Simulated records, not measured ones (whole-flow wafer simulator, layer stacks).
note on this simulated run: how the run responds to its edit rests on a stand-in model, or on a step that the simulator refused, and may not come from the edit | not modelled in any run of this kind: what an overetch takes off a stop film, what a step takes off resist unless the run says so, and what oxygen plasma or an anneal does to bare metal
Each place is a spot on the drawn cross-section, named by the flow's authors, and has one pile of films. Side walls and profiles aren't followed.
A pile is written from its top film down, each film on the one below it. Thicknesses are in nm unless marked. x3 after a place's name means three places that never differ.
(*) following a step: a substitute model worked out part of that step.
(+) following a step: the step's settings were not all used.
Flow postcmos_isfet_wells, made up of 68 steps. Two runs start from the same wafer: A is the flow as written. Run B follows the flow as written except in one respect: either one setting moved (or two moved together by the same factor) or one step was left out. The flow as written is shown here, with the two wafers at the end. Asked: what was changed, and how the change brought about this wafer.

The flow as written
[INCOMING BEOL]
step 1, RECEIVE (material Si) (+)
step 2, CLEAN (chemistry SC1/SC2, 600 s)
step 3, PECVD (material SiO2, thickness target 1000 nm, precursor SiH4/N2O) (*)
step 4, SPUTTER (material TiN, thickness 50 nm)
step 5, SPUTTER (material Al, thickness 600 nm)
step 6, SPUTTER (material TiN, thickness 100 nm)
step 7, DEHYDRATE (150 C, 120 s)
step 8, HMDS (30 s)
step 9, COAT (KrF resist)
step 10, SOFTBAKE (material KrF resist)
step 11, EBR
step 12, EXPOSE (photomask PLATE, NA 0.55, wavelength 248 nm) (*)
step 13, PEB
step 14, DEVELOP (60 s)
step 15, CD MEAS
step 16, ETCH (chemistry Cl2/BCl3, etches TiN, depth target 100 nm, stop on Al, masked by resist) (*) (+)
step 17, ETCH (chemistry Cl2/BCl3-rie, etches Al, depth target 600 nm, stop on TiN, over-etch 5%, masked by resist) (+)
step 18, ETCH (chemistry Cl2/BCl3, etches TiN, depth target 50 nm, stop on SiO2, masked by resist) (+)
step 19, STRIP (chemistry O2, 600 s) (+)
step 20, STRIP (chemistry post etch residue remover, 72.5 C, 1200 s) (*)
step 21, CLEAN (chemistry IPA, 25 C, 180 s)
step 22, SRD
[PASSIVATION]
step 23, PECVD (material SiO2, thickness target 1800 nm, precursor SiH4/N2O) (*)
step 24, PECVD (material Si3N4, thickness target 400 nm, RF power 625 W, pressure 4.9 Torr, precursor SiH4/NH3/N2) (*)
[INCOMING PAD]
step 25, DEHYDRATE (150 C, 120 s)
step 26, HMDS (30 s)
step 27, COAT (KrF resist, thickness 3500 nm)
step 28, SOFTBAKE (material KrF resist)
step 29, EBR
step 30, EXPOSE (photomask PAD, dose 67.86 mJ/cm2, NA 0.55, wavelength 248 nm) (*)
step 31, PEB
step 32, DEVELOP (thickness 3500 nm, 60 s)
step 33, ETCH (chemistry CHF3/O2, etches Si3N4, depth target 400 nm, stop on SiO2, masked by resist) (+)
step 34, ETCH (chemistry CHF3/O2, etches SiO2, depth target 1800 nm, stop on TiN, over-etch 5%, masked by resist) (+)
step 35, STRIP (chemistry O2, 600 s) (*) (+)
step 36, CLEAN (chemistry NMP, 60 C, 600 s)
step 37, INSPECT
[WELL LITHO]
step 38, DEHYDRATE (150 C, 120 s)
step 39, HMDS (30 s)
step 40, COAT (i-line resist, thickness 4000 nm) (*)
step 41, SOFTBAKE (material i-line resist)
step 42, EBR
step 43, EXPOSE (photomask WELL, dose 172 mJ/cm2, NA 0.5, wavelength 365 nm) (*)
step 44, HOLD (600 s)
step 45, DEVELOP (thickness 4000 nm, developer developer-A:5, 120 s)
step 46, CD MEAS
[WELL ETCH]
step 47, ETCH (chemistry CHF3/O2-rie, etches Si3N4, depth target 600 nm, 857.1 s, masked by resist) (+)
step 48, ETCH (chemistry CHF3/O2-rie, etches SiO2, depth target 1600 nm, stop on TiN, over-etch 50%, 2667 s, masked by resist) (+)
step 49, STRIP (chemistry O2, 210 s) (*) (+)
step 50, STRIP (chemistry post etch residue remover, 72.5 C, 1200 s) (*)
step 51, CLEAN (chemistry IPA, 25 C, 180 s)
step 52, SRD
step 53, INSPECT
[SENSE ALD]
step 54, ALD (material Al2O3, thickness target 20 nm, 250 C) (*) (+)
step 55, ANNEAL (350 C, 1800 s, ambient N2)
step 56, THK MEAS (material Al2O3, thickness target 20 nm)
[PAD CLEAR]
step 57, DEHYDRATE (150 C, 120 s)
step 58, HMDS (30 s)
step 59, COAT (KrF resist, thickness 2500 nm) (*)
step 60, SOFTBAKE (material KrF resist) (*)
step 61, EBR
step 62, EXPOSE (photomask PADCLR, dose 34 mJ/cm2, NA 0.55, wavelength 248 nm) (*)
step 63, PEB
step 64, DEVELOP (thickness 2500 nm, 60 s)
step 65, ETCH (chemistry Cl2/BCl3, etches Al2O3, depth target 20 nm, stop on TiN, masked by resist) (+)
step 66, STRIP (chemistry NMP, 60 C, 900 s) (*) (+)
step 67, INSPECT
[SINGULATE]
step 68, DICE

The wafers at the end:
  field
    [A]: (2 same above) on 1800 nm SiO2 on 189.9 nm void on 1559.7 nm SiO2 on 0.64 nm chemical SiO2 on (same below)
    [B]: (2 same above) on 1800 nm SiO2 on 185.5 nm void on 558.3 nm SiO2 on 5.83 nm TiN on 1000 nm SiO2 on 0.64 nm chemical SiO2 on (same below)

The reason: step 18, ETCH: depth target 43.75 nm was run, while the flow as written has depth target 50 nm.

How this came from the change, step by step:
  step 18, ETCH (chemistry Cl2/BCl3, etches TiN, depth target 50 nm, stop on SiO2, masked by resist) (+)
      field: A -50 TiN (all of it) | B -43.8 TiN
      margin, well900, well1300, well2000, well3000, pad_rim, pad_clr, pad_open: A -20 KrF resist | B -17.5 KrF resist
  step 23, PECVD (material SiO2, thickness target 1800 nm, precursor SiH4/N2O) (*)
      field: A +1800 SiO2 (new film), +189.9 void (new film), +559.7 SiO2 | B +1800 SiO2 (new film), +185.5 void (new film), +558.3 SiO2 (new film)
Taking metal films that touch as one body, field has 1 body; the flow as written gives 0 bodies.
